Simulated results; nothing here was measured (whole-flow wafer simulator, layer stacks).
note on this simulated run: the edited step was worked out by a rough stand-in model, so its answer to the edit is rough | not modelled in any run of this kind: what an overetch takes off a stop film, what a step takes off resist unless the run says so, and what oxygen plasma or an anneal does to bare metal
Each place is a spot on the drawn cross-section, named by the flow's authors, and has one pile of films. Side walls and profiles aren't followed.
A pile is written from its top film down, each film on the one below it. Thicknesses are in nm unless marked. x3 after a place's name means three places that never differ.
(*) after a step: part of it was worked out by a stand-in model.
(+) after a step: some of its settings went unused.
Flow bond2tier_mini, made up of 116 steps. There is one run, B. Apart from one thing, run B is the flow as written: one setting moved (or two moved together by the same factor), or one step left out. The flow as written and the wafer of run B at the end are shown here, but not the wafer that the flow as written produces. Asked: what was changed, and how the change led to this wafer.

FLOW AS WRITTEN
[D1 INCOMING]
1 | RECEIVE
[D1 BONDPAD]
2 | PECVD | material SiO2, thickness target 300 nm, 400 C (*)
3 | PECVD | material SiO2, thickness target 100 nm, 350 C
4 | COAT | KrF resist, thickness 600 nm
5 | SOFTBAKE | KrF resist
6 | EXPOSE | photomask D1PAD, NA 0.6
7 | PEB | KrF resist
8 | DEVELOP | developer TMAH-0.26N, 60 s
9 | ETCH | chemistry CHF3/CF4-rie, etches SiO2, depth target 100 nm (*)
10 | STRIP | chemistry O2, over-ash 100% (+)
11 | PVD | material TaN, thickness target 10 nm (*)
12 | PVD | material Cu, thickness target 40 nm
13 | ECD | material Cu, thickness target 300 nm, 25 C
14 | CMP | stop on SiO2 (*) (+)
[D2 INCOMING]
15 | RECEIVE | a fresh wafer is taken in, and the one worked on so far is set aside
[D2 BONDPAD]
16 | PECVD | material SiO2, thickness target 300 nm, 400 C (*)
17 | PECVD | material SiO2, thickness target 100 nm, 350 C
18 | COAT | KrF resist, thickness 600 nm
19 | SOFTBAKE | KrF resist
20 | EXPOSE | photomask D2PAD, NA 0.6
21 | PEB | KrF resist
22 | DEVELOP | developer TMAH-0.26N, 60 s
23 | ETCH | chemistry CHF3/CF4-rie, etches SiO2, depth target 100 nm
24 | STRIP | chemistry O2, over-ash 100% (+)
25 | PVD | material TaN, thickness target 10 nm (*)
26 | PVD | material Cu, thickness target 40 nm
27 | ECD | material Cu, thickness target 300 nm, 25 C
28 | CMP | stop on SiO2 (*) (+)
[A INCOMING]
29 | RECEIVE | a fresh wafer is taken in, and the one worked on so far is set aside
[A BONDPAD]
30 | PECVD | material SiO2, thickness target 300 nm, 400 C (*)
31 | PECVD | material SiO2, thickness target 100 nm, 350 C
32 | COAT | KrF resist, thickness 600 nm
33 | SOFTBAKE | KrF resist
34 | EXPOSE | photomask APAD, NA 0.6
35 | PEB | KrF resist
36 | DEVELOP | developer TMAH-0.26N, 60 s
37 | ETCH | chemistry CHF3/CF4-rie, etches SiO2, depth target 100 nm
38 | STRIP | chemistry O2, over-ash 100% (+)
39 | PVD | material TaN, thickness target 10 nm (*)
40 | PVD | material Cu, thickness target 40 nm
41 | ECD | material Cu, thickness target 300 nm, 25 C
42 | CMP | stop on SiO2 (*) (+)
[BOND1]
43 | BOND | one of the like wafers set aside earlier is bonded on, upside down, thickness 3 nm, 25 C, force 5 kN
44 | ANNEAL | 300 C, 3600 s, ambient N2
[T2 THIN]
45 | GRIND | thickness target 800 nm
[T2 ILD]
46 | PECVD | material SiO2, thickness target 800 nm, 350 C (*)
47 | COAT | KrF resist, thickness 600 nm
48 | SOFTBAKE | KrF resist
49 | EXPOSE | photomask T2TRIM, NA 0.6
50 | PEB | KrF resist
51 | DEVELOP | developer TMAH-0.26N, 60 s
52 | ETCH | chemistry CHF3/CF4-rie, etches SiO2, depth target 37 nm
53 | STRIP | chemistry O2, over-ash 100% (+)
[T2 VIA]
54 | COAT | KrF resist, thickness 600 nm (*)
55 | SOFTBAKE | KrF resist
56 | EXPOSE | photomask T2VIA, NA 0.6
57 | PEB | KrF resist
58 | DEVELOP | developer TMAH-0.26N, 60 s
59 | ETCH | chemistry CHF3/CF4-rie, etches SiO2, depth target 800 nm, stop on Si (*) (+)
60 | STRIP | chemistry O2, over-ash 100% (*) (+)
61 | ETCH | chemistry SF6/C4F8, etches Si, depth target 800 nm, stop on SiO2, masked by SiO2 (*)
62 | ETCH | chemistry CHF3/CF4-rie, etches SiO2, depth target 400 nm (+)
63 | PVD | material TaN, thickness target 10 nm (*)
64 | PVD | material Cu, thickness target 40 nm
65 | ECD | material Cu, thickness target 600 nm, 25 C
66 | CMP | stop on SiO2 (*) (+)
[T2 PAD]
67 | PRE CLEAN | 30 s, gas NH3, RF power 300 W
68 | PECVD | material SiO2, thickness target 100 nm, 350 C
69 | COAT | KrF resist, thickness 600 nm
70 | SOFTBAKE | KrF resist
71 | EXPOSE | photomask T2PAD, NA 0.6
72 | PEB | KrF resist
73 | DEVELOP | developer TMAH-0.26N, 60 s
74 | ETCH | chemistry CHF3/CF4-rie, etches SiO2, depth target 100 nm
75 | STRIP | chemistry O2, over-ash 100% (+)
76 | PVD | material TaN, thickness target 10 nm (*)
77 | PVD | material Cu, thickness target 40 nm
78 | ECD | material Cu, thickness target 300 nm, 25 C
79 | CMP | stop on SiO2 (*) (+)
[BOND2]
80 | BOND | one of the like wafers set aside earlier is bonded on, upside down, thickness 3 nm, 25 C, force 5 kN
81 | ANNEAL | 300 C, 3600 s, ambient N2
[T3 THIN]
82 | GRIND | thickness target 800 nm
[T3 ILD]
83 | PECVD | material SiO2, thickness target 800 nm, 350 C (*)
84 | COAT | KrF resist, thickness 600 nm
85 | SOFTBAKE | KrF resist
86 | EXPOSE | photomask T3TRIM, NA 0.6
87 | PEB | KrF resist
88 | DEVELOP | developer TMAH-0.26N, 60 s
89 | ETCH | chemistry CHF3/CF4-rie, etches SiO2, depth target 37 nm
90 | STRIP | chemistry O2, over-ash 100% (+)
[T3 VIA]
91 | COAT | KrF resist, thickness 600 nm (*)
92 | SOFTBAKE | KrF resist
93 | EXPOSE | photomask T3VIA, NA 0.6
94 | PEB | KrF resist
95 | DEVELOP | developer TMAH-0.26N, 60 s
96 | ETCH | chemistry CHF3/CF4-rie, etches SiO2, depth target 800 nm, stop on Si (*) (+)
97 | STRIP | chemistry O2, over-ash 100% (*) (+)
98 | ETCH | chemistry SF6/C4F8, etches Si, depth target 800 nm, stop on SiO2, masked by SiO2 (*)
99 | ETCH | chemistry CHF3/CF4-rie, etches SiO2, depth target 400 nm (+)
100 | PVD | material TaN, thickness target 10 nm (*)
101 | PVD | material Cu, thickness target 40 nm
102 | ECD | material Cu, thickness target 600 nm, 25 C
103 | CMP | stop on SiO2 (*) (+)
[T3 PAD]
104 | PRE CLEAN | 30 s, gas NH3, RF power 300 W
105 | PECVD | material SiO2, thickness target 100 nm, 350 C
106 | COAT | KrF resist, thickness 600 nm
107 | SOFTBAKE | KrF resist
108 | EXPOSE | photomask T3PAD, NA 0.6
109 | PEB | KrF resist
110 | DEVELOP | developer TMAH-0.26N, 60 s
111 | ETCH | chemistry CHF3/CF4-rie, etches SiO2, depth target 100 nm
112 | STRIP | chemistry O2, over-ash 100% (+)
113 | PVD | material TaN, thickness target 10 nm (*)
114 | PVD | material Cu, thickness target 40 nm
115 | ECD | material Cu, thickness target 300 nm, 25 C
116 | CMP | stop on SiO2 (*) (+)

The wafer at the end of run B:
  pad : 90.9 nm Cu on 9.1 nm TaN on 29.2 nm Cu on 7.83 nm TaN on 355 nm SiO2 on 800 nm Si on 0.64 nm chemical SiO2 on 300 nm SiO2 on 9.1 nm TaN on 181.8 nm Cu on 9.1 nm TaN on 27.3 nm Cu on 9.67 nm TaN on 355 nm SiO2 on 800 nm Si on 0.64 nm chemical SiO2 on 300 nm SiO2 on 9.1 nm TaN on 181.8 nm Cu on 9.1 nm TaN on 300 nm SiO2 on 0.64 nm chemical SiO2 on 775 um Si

Cause: step 100, PVD: thickness target 8.1 nm was run, though the flow has thickness target 10 nm.

The path from the change to this, step by step:
  100 | PVD | material TaN, thickness target 10 nm (*)
      field: +8.1 TaN (new film) (in the flow as written it would be: +10 TaN (new film))
      pad: +7.83 TaN (new film) (in the flow as written it would be: +9.67 TaN (new film))
  103 | CMP | stop on SiO2 (*) (+)
      field: -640 Cu (all of it), -8.1 TaN (all of it) (in the flow as written it would be: -640 Cu (all of it), -10 TaN (all of it))
